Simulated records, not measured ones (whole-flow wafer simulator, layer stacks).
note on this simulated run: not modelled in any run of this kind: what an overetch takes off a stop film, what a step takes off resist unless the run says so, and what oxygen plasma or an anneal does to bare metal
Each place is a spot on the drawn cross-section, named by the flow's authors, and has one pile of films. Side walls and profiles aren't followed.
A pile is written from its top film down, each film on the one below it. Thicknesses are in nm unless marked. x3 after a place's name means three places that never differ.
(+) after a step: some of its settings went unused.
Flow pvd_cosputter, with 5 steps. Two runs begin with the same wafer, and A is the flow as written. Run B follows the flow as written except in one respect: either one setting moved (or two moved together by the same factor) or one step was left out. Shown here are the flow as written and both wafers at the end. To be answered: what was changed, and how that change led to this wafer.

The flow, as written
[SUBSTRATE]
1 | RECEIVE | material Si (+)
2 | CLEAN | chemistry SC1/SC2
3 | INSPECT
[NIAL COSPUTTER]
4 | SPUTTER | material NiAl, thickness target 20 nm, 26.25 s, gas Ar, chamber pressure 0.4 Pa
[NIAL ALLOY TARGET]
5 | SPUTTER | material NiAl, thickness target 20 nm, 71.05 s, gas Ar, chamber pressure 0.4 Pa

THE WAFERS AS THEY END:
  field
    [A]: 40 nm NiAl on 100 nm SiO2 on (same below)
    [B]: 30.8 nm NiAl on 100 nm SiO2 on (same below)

What caused this: step 5, SPUTTER: thickness target 10.78 nm was run, while the flow as written has thickness target 20 nm; step 5, SPUTTER: 38.3 s was run, where the flow has 71.05 s.

Step by step, how the change led to this:
  5 | SPUTTER | material NiAl, thickness target 20 nm, 71.05 s, gas Ar, chamber pressure 0.4 Pa
      field: A NiAl gains 20 | B NiAl gains 10.8
